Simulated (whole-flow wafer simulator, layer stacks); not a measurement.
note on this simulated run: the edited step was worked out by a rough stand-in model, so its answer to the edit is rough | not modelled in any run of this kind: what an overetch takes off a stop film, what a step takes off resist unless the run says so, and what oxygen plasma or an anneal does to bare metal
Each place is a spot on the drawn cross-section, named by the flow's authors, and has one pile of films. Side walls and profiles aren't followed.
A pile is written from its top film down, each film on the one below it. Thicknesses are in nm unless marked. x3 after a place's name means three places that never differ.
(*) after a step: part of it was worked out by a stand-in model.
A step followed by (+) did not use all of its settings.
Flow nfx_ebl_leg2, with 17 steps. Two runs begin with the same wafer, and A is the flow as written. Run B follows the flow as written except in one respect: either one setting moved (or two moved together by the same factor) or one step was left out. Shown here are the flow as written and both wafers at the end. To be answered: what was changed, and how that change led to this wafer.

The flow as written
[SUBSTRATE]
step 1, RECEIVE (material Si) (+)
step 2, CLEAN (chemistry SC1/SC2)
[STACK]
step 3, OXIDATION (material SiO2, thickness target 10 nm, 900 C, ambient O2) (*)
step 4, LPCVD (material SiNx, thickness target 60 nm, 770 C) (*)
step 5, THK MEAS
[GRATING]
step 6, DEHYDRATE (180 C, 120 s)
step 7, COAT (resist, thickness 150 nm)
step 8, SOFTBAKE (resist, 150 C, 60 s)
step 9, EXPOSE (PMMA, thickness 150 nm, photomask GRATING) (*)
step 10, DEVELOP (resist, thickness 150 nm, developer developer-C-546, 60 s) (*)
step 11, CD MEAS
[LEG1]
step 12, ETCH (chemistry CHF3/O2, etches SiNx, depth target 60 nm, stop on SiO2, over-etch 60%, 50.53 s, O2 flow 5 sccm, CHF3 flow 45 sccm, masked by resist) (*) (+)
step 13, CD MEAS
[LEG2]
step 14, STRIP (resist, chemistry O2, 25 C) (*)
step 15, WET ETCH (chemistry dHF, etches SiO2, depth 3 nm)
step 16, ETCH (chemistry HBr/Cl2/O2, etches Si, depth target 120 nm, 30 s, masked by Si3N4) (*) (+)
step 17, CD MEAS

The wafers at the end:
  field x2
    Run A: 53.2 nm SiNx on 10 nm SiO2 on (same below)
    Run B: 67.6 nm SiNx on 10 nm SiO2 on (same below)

What caused this: step 4, LPCVD: thickness target 74.4 nm was run, while the flow as written has thickness target 60 nm.

The path from the change to this, step by step:
  step 4, LPCVD (material SiNx, thickness target 60 nm, 770 C) (*)
      field x2, pad x2: A SiNx gains 60 (new film) | B SiNx gains 74.4 (new film)
  step 12, ETCH (chemistry CHF3/O2, etches SiNx, depth target 60 nm, stop on SiO2, over-etch 60%, 50.53 s, O2 flow 5 sccm, CHF3 flow 45 sccm, masked by resist) (*) (+)
      pad x2: A SiNx loses 60 (all of it), SiO2 loses 10 (all of it) | B SiNx loses 74.4 (all of it), SiO2 loses 10 (all of it)
